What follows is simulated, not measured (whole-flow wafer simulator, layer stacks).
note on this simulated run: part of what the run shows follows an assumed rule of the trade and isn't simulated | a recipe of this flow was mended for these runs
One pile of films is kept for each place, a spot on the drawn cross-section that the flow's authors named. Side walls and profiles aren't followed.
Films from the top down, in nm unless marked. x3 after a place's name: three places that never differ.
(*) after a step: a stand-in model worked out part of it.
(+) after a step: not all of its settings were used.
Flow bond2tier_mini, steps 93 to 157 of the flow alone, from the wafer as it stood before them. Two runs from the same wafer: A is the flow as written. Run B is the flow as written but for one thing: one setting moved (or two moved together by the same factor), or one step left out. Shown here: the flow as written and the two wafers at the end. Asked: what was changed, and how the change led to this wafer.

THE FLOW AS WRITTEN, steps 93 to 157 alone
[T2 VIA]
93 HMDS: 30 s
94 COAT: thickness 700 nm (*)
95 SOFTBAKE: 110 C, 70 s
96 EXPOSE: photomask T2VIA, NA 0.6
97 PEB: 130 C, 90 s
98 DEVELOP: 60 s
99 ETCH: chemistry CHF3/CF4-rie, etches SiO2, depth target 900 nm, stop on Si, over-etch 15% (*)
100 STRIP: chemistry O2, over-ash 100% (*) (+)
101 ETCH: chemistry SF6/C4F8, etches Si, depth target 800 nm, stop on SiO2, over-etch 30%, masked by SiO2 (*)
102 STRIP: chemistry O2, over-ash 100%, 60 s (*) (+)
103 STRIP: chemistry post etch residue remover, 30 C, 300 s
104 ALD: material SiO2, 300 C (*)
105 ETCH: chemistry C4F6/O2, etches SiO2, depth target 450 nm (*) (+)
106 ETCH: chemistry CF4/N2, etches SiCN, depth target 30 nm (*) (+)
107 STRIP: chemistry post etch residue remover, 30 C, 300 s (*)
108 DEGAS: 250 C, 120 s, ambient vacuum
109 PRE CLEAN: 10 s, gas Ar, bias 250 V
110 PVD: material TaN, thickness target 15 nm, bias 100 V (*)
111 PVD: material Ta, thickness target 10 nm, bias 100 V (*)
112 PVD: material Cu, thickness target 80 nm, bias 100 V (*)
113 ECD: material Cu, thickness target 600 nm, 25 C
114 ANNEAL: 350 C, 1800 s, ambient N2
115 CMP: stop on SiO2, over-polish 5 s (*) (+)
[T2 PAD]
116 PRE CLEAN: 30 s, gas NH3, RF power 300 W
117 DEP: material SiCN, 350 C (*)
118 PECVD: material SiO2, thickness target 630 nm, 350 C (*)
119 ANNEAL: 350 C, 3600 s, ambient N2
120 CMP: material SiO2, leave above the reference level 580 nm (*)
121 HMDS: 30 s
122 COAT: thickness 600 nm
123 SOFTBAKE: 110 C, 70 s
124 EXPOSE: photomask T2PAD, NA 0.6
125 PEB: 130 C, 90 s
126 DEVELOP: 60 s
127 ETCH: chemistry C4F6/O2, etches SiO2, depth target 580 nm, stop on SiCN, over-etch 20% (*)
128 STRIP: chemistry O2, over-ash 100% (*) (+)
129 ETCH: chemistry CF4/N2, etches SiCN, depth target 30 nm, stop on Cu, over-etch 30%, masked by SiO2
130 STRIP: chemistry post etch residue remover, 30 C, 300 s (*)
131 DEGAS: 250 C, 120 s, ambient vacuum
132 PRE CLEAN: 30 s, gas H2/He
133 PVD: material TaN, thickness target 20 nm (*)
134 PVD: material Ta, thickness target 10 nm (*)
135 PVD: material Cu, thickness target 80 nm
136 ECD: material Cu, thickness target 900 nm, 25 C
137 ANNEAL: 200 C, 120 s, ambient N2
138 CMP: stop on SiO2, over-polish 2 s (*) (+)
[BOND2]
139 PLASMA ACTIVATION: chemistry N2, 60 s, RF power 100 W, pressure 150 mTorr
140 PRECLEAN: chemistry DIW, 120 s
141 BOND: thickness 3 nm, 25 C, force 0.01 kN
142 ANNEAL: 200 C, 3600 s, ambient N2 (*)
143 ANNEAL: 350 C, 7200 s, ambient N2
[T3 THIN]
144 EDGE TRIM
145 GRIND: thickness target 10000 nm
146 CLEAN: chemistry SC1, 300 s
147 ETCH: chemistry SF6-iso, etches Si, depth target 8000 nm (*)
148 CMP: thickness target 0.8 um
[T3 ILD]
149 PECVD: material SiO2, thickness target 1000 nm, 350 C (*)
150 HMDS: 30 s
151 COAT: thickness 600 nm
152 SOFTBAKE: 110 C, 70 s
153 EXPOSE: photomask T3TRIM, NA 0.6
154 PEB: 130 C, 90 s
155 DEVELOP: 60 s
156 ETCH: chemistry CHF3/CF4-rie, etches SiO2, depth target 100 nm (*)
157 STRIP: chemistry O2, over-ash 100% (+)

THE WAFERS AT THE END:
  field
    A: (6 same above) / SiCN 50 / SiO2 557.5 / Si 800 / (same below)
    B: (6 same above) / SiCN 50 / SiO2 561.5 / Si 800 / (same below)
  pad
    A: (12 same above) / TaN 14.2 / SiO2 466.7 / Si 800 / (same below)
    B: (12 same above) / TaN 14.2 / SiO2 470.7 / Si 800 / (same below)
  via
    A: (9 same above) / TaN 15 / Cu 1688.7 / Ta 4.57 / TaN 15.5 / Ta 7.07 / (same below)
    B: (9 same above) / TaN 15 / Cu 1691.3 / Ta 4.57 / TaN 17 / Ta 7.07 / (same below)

The cause: step 106, ETCH: depth target 24 nm was run, where the flow has depth target 30 nm.

How the change led to this, step by step:
  106 ETCH: chemistry CF4/N2, etches SiCN, depth target 30 nm (*) (+)
      field, pad: A SiO2 -20 | B SiO2 -16
      via: A SiCN -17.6 (all of it), TaN -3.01 | B SiCN -17.6 (all of it), TaN -1.55
